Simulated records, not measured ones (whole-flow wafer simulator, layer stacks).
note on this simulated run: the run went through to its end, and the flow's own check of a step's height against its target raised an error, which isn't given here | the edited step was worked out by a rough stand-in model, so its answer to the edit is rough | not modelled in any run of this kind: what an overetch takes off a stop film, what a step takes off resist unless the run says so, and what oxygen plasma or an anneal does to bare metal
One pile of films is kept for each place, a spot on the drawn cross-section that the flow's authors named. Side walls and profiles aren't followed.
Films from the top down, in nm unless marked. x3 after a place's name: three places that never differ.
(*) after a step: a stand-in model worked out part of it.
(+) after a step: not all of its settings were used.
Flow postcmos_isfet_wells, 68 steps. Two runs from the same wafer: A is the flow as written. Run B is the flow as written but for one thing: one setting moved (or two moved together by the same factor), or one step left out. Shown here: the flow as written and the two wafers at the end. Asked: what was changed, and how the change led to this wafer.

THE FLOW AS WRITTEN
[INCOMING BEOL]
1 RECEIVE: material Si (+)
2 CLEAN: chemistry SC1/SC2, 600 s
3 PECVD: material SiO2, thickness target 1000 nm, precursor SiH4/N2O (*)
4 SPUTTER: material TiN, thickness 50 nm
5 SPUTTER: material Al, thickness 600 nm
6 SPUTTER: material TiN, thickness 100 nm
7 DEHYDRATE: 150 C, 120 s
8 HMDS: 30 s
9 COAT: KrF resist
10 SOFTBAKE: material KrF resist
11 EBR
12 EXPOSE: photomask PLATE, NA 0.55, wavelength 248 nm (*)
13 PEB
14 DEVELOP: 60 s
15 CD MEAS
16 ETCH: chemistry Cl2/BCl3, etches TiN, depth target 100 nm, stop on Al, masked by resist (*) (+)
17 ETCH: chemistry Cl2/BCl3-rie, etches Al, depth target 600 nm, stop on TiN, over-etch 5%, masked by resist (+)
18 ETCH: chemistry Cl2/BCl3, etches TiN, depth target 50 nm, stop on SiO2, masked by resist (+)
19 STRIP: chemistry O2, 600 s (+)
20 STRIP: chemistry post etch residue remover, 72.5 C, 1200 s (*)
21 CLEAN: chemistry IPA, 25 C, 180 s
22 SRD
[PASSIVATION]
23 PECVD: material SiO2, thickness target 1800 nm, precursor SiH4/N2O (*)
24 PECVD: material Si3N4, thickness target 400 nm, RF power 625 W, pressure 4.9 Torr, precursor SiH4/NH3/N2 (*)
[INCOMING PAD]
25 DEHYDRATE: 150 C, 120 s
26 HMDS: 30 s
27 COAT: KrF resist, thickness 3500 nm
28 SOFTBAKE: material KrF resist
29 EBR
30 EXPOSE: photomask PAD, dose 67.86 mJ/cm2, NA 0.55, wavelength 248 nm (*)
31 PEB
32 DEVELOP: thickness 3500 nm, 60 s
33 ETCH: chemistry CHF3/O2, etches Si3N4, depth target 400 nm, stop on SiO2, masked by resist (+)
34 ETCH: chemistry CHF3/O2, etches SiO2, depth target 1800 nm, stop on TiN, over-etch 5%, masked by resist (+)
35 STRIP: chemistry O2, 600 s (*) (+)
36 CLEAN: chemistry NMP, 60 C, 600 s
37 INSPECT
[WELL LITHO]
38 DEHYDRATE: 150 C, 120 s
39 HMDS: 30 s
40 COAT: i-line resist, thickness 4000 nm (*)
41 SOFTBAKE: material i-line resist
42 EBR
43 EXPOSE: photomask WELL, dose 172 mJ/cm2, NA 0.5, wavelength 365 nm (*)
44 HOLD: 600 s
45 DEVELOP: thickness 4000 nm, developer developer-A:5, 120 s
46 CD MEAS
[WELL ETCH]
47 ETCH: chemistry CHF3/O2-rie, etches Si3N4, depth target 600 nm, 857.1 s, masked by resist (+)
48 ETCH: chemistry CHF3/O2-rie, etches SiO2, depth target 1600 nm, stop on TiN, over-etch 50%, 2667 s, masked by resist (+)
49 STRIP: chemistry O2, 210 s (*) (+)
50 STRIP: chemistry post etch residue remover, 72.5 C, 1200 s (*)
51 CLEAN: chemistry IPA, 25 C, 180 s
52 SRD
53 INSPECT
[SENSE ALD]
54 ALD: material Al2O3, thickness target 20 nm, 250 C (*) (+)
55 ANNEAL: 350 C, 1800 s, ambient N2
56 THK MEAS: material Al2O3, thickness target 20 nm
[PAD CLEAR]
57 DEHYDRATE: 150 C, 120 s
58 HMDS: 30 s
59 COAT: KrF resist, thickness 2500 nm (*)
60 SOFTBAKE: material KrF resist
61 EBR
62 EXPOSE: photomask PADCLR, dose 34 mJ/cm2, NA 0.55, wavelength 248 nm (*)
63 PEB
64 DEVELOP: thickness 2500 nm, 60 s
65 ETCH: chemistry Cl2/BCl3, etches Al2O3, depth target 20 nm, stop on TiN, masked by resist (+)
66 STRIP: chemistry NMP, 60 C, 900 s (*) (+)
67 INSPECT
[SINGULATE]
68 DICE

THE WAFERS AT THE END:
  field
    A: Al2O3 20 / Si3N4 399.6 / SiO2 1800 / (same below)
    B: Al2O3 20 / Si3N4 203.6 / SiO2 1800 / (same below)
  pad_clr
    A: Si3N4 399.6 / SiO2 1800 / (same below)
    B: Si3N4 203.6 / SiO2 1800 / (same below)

The cause: step 24, PECVD: thickness target 204 nm was run, where the flow has thickness target 400 nm.

How the change led to this, step by step:
  24 PECVD: material Si3N4, thickness target 400 nm, RF power 625 W, pressure 4.9 Torr, precursor SiH4/NH3/N2 (*)
      field, margin, well900, well1300 x3, pad_rim, pad_clr, pad_open: A Si3N4 +400 (new film) | B Si3N4 +204 (new film)
  33 ETCH: chemistry CHF3/O2, etches Si3N4, depth target 400 nm, stop on SiO2, masked by resist (+)
      field, margin, well900, well1300 x3, pad_rim, pad_clr: A KrF resist -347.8 | B KrF resist -266.1
      pad_open: A Si3N4 -400 (all of it) | B Si3N4 -204 (all of it)
  35 STRIP: chemistry O2, 600 s (*) (+)
      field, margin, well900, well1300 x3, pad_rim, pad_clr: A KrF resist -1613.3 (all of it) | B KrF resist -1695.1 (all of it)
  41 SOFTBAKE: material i-line resist
      pad_clr: A i-line resist -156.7 | B i-line resist -137.2
      pad_open: A i-line resist +115.3 | B i-line resist +106.6
  47 ETCH: chemistry CHF3/O2-rie, etches Si3N4, depth target 600 nm, 857.1 s, masked by resist (+)
      well900, well1300 x3: A Si3N4 -400 (all of it), SiO2 -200 | B Si3N4 -204 (all of it), SiO2 -396
  48 ETCH: chemistry CHF3/O2-rie, etches SiO2, depth target 1600 nm, stop on TiN, over-etch 50%, 2667 s, masked by resist (+)
      well900, well1300 x3: A SiO2 -1600 (all of it) | B SiO2 -1404 (all of it)
  49 STRIP: chemistry O2, 210 s (*) (+)
      pad_clr: A i-line resist -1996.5 (all of it) | B i-line resist -2077.2 (all of it)
      pad_open: A i-line resist -3816.3 (all of it) | B i-line resist -3737.3 (all of it)
  59 COAT: KrF resist, thickness 2500 nm (*)
      field: A KrF resist +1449 (new film) | B KrF resist +1542.6 (new film)
      margin: A KrF resist +1448.9 (new film) | B KrF resist +1542.5 (new film)
      (and at 2 more places)
  63 PEB
      field, margin: A KrF resist -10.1 | B KrF resist -10.8
  64 DEVELOP: thickness 2500 nm, 60 s
      pad_clr: A KrF resist -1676 (all of it) | B KrF resist -1741.5 (all of it)
  66 STRIP: chemistry NMP, 60 C, 900 s (*) (+)
      field: A KrF resist -1400.1 (all of it) | B KrF resist -1493.1 (all of it)
      margin: A KrF resist -1400.1 (all of it) | B KrF resist -1493 (all of it)
      (and at 1 more place)
